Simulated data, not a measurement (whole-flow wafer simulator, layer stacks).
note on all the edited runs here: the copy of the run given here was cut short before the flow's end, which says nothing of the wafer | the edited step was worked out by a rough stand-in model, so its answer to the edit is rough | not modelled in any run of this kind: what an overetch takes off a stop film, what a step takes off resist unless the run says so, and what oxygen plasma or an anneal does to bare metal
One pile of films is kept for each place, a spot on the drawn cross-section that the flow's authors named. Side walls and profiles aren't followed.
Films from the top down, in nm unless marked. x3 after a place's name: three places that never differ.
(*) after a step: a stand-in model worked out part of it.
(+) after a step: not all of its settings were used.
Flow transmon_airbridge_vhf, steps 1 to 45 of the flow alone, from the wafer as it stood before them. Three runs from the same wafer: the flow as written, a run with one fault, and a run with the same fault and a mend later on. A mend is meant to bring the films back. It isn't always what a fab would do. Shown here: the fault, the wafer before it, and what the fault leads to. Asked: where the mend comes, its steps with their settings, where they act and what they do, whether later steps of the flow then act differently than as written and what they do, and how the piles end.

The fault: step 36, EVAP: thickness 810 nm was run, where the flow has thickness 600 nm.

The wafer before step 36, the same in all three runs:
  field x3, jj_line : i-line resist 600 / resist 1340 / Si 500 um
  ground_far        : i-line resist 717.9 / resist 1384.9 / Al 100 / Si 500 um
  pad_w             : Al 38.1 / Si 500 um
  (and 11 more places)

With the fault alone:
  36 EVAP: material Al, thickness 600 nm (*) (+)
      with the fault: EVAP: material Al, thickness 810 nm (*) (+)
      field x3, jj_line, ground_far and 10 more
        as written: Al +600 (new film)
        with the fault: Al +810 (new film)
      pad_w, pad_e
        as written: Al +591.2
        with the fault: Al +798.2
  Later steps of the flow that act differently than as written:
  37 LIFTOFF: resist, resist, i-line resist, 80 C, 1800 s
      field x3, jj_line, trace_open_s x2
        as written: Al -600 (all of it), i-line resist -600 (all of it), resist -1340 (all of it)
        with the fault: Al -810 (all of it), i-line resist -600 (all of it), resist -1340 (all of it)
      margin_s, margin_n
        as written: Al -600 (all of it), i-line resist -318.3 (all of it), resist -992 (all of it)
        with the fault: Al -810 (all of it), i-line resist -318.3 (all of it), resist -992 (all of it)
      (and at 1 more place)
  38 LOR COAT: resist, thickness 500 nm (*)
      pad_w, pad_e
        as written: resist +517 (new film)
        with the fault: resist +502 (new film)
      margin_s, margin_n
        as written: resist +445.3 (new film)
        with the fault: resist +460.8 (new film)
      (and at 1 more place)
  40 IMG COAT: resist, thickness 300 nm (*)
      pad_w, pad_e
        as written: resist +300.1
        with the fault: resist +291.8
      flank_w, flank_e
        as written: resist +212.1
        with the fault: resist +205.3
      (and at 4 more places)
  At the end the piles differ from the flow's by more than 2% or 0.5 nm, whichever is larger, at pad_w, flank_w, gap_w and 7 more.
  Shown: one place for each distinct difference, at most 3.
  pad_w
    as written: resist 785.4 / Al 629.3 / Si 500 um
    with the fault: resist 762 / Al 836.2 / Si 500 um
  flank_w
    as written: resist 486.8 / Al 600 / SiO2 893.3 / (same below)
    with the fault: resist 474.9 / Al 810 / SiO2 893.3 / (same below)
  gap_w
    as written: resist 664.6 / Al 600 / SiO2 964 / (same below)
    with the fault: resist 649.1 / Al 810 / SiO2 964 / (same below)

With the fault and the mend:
  The mend comes after step 36.
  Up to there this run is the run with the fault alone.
  36a METAL ETCH: etches Al, depth 210 nm (the flow's step 11 once more, with other settings)
      field x3, jj_line, ground_far and 12 more
        Al -210
  No later step of the flow acts differently than as written, at any place that is followed, by more than 2% or 0.5 nm, whichever is larger.
  At the end the piles differ from the flow's only slightly at the places that both follow, by at most 2% or 0.5 nm, whichever is larger.
